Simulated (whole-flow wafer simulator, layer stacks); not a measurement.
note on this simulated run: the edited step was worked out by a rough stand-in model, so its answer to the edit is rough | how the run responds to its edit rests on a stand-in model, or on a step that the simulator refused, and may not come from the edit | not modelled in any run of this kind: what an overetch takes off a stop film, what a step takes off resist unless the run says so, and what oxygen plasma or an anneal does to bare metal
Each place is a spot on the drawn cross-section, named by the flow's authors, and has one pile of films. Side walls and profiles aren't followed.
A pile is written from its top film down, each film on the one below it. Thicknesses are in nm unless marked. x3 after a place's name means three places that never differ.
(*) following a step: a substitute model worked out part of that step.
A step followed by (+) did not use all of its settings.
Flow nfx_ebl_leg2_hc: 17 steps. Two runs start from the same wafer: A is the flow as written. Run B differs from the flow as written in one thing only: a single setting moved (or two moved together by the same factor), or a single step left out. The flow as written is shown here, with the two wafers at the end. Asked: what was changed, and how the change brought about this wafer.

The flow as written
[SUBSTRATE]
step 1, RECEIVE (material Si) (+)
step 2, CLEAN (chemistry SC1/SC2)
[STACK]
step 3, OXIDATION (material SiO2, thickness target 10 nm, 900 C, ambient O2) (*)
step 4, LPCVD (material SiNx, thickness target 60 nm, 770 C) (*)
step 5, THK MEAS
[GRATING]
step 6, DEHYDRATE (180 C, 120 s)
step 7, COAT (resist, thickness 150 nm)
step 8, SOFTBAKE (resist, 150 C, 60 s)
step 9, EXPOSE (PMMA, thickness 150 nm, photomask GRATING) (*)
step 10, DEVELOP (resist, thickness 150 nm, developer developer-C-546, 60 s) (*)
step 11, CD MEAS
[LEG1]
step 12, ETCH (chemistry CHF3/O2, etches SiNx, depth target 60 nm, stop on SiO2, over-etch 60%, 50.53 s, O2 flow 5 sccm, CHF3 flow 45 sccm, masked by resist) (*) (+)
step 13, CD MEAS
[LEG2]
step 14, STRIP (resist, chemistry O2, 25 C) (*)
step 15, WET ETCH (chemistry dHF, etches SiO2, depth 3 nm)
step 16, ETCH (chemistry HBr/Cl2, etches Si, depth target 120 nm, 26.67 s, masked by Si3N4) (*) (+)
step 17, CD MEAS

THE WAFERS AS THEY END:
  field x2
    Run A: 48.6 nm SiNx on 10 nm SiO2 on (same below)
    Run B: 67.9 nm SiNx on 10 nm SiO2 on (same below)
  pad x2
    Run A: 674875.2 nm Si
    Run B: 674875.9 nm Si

What caused this: step 4, LPCVD: thickness target 79.3 nm was run, though the flow has thickness target 60 nm.

The path from the change to this, step by step:
  step 4, LPCVD (material SiNx, thickness target 60 nm, 770 C) (*)
      field x2, pad x2: A +60 SiNx (new film) | B +79.3 SiNx (new film)
  step 12, ETCH (chemistry CHF3/O2, etches SiNx, depth target 60 nm, stop on SiO2, over-etch 60%, 50.53 s, O2 flow 5 sccm, CHF3 flow 45 sccm, masked by resist) (*) (+)
      pad x2: A -60 SiNx (all of it), -10 SiO2 (all of it) | B -79.3 SiNx (all of it), -8.35 SiO2
  step 14, STRIP (resist, chemistry O2, 25 C) (*)
      pad x2: A +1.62 chemical SiO2 (new film), -0.71 Si | B nothing
  step 15, WET ETCH (chemistry dHF, etches SiO2, depth 3 nm)
      pad x2: A -1.62 chemical SiO2 (all of it) | B -1.65 SiO2 (all of it)
